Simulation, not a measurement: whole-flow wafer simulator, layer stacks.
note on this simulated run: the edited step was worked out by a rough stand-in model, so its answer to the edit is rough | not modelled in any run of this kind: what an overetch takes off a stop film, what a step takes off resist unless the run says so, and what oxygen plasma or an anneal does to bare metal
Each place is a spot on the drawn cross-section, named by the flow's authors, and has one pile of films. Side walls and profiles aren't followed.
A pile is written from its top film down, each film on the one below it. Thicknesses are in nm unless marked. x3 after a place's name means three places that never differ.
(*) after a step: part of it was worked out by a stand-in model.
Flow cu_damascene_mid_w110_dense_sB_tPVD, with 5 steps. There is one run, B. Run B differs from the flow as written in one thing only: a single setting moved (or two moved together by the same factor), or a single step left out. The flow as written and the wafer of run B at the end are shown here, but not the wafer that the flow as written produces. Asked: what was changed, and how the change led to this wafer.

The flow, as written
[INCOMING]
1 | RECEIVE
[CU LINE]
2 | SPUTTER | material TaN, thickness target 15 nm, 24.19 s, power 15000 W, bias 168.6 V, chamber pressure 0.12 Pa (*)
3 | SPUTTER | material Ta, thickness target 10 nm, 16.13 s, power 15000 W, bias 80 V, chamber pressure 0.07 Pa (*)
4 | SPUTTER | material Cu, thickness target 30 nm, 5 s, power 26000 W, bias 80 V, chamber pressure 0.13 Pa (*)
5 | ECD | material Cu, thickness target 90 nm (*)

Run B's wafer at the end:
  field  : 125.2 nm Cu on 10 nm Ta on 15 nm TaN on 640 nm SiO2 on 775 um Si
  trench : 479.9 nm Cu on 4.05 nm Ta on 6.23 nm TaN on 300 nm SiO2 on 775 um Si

The reason: step 4, SPUTTER: thickness target 35.2 nm was run, while the flow as written has thickness target 30 nm; step 4, SPUTTER: 5.88 s was run, where the flow has 5 s.

How this came from the change, step by step:
  4 | SPUTTER | material Cu, thickness target 30 nm, 5 s, power 26000 W, bias 80 V, chamber pressure 0.13 Pa (*)
      field: Cu gains 35.2 (new film) (it would be, as written: Cu gains 30 (new film))
      trench: Cu gains 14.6 (new film) (it would be, as written: Cu gains 12.5 (new film))
